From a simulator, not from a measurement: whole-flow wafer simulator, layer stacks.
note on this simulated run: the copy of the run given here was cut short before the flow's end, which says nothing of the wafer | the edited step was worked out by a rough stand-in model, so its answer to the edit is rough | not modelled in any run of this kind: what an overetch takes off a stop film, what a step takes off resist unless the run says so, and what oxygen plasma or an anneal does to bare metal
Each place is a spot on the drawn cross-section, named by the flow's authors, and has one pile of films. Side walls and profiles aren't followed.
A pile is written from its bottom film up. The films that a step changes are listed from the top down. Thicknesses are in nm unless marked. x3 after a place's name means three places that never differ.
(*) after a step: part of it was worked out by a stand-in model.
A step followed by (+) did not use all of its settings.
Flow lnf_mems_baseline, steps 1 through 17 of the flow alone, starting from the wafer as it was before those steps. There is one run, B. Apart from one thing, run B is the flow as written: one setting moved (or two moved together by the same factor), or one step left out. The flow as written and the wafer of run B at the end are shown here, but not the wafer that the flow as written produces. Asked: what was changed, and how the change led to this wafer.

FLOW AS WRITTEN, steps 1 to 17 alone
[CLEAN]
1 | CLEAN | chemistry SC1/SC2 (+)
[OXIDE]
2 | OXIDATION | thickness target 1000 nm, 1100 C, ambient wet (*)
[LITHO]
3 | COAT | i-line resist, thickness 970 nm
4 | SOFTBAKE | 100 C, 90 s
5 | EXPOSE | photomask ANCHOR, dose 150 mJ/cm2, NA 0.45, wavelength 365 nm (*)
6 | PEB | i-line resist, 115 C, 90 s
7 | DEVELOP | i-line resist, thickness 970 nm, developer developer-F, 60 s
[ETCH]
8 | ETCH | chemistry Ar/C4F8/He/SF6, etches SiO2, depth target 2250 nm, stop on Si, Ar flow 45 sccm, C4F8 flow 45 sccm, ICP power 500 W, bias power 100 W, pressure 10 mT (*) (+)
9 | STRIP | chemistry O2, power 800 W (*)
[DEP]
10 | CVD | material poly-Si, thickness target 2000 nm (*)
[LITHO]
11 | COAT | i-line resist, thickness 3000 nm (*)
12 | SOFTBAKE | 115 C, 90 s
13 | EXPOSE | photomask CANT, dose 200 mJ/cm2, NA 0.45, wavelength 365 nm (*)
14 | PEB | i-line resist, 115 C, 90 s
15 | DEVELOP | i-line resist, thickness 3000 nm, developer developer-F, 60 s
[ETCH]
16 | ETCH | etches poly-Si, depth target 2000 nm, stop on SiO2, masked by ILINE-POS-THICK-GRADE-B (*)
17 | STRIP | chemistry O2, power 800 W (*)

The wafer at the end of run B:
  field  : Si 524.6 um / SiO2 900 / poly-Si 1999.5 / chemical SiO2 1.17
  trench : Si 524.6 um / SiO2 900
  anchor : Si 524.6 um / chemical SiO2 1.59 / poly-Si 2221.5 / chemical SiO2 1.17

What caused this: step 2, OXIDATION: thickness target 900 nm was run, though the flow has thickness target 1000 nm.
One can read it off the wafer: field has SiO2 900, and step 2 as written asks for 1000 nm.

How this came from the change, step by step:
  2 | OXIDATION | thickness target 1000 nm, 1100 C, ambient wet (*)
      field, anchor, beam, trench, char_slit: SiO2 gains 900 (new film), chemical SiO2 loses 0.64 (all of it), Si loses 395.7 (in the flow as written it would be: SiO2 gains 1000 (new film), chemical SiO2 loses 0.64 (all of it), Si loses 439.7)
  8 | ETCH | chemistry Ar/C4F8/He/SF6, etches SiO2, depth target 2250 nm, stop on Si, Ar flow 45 sccm, C4F8 flow 45 sccm, ICP power 500 W, bias power 100 W, pressure 10 mT (*) (+)
      field, beam, trench, char_slit: i-line resist loses 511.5 (in the flow as written it would be: i-line resist loses 561.5)
      anchor: SiO2 loses 900 (all of it) (in the flow as written it would be: SiO2 loses 1000 (all of it))
  9 | STRIP | chemistry O2, power 800 W (*)
      field, beam, trench, char_slit: i-line resist loses 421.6 (all of it) (in the flow as written it would be: i-line resist loses 371.6 (all of it))
  10 | CVD | material poly-Si, thickness target 2000 nm (*)
      anchor: poly-Si gains 2222 (new film) (in the flow as written it would be: poly-Si gains 2322 (new film))
